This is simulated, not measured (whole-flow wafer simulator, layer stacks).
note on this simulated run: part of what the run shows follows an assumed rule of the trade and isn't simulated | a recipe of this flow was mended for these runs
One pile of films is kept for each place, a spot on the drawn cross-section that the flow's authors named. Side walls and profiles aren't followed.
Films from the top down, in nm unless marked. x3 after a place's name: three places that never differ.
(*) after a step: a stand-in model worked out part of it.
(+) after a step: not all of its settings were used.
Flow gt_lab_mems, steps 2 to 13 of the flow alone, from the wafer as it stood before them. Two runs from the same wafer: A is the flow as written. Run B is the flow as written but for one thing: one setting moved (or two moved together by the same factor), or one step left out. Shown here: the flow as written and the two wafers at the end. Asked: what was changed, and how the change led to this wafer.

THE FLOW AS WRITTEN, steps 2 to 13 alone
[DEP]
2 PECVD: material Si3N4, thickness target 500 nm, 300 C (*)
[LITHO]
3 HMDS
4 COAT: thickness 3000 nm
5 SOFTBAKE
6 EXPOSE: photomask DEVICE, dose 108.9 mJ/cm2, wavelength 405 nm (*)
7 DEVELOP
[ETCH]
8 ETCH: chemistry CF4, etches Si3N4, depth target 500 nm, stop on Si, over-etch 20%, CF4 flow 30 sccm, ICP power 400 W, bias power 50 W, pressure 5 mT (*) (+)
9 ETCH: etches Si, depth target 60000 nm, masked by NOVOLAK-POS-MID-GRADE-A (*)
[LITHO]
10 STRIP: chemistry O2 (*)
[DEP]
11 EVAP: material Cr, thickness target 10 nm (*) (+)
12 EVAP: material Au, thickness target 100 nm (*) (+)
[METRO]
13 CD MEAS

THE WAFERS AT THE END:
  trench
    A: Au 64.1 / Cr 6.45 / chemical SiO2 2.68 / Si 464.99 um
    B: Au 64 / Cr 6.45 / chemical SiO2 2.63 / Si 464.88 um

The cause: step 8, ETCH: depth target 680 nm was run, where the flow has depth target 500 nm.

How the change led to this, step by step:
  8 ETCH: chemistry CF4, etches Si3N4, depth target 500 nm, stop on Si, over-etch 20%, CF4 flow 30 sccm, ICP power 400 W, bias power 50 W, pressure 5 mT (*) (+)
      field: A g/i-line-resist -400 | B g/i-line-resist -544
      trench: A Si3N4 -500 (all of it), chemical SiO2 -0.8 (all of it), Si -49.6 | B Si3N4 -500 (all of it), chemical SiO2 -0.8 (all of it), Si -157.6
  10 STRIP: chemistry O2 (*)
      field: A g/i-line-resist -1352 (all of it) | B g/i-line-resist -1208 (all of it)
